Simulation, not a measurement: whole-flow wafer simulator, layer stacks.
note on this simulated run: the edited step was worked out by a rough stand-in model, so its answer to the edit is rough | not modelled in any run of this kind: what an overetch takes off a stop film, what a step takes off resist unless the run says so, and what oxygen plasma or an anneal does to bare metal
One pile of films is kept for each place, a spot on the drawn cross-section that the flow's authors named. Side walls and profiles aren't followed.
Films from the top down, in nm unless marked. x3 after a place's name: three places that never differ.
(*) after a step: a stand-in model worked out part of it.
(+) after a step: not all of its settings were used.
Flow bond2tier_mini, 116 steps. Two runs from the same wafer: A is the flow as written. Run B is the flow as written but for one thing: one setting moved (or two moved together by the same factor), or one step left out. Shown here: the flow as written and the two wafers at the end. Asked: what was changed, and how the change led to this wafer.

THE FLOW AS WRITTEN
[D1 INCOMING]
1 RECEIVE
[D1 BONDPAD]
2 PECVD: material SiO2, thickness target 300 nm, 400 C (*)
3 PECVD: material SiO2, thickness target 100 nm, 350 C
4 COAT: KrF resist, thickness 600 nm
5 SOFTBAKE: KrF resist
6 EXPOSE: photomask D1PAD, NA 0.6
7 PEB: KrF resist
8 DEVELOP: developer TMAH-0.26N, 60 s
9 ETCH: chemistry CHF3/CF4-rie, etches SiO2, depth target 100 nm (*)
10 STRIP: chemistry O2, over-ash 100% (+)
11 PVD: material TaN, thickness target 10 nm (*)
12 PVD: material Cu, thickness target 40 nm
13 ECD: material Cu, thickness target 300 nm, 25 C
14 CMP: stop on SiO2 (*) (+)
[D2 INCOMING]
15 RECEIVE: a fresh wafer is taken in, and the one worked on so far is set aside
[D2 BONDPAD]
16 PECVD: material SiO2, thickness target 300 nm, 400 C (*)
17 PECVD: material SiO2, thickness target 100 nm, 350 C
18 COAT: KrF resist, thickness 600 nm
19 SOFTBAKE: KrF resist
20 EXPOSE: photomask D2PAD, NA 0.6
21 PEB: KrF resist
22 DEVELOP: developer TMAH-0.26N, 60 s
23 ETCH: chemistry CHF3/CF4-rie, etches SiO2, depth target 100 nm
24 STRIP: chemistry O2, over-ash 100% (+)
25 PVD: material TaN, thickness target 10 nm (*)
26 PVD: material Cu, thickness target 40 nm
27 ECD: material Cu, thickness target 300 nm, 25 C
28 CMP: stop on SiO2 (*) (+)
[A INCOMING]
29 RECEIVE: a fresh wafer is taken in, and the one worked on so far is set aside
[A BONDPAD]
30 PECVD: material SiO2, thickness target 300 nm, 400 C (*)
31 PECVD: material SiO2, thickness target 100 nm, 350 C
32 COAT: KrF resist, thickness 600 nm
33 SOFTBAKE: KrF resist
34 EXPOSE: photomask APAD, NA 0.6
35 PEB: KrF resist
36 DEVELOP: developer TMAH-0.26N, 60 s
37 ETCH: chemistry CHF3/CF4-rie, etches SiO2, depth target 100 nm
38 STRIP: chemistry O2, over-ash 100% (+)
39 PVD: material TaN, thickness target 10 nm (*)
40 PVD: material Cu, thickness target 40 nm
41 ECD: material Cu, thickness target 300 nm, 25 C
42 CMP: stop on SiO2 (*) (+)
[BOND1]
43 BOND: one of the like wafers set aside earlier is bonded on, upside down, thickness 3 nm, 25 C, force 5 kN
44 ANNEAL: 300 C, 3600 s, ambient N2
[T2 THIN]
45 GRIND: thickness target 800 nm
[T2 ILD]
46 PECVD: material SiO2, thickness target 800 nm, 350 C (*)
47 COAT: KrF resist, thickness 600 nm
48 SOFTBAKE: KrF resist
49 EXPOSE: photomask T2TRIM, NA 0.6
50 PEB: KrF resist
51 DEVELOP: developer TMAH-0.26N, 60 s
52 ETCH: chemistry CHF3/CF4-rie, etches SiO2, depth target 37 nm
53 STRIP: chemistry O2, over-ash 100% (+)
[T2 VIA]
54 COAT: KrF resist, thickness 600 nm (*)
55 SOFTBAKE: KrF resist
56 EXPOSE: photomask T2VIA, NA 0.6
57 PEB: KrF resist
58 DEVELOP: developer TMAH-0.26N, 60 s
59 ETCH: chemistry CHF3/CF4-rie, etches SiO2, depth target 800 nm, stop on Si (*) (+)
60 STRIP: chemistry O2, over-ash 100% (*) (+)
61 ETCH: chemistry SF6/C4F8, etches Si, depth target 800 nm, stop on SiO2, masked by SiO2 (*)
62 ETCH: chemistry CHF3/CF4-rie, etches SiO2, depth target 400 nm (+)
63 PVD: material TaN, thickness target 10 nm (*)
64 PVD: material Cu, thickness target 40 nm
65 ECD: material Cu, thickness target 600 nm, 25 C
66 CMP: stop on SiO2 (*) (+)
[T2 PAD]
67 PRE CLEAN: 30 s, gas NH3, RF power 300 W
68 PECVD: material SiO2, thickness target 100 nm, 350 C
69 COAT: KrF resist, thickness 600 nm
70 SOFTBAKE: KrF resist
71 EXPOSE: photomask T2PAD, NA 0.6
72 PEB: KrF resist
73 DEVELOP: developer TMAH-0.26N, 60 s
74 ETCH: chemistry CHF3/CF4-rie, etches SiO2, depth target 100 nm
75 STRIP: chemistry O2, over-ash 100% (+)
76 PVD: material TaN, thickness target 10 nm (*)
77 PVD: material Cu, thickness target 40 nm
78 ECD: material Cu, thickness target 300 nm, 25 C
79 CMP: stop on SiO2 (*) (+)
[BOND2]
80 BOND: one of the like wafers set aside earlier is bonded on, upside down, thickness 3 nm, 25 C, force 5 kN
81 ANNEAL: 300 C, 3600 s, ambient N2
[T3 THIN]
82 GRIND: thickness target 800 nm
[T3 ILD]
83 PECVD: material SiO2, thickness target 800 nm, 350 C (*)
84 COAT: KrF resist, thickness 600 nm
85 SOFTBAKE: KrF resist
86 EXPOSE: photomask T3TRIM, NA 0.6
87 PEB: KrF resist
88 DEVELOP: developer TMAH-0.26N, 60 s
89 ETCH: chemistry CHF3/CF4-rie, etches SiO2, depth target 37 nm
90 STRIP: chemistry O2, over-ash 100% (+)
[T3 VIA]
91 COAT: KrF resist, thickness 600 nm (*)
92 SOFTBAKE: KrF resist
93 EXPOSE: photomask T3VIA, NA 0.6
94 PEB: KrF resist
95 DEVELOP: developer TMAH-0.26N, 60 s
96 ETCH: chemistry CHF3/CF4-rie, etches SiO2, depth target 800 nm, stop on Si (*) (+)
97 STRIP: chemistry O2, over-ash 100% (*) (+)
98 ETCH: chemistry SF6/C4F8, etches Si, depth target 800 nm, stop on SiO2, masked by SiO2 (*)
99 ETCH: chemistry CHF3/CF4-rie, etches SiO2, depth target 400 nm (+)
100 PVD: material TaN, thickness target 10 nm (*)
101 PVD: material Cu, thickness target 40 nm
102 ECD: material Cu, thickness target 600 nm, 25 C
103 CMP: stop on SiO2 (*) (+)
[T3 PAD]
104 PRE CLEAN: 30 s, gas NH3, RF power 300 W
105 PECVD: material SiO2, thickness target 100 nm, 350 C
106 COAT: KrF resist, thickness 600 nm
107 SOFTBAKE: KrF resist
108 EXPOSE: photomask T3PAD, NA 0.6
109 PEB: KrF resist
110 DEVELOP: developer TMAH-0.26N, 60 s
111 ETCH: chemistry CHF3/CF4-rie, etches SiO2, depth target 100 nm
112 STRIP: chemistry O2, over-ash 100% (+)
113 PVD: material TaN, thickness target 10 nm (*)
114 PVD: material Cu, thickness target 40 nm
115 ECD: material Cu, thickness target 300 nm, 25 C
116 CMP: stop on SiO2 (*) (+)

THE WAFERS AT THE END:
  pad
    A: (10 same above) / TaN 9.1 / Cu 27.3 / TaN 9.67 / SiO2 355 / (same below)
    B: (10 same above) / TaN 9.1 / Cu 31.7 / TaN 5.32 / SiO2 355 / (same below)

The cause: step 63, PVD: thickness target 5.5 nm was run, where the flow has thickness target 10 nm.

How the change led to this, step by step:
  63 PVD: material TaN, thickness target 10 nm (*)
      field: A TaN +10 (new film) | B TaN +5.5 (new film)
      pad: A TaN +9.67 (new film) | B TaN +5.32 (new film)
  66 CMP: stop on SiO2 (*) (+)
      field: A Cu -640 (all of it), TaN -10 (all of it) | B Cu -640 (all of it), TaN -5.5 (all of it)
